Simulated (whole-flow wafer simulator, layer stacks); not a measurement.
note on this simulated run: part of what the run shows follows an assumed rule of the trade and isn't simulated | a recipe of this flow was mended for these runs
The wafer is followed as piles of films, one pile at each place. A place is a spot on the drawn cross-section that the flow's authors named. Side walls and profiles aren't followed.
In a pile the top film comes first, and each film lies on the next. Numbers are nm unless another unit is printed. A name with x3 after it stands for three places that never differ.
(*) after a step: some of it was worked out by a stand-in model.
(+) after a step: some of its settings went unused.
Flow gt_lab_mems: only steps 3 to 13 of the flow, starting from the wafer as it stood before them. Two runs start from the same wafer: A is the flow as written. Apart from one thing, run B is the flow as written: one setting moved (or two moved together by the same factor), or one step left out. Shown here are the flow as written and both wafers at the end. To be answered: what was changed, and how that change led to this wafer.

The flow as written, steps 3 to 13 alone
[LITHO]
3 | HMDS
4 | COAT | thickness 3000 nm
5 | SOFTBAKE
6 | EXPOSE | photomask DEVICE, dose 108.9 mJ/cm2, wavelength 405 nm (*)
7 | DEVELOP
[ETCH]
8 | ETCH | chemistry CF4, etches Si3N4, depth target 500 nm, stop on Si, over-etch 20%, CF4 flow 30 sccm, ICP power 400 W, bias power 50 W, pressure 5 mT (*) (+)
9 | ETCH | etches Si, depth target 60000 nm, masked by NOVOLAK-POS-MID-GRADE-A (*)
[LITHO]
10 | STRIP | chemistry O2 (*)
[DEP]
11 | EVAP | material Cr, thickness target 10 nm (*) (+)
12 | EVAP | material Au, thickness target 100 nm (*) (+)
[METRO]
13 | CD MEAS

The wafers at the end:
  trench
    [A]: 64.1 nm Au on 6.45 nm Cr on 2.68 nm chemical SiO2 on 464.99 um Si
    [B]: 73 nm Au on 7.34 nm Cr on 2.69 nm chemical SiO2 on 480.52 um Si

What caused this: step 8, ETCH: chemistry CF4, etches Si3N4, depth target 500 nm, stop on Si, over-etch 20%, CF4 flow 30 sccm, ICP power 400 W, bias power 50 W, pressure 5 mT (*) (+), was not run.

The path from the change to this, step by step:
  9 | ETCH | etches Si, depth target 60000 nm, masked by NOVOLAK-POS-MID-GRADE-A (*)
      trench: A -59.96 um Si | B -500 Si3N4 (all of it), -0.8 chemical SiO2 (all of it), -44.47 um Si
  10 | STRIP | chemistry O2 (*)
      field: A -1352 g/i-line-resist (all of it) | B -1752 g/i-line-resist (all of it)
  11 | EVAP | material Cr, thickness target 10 nm (*) (+)
      trench: A +6.45 Cr (new film) | B +7.34 Cr (new film)
  12 | EVAP | material Au, thickness target 100 nm (*) (+)
      trench: A +64.1 Au (new film) | B +73 Au (new film)
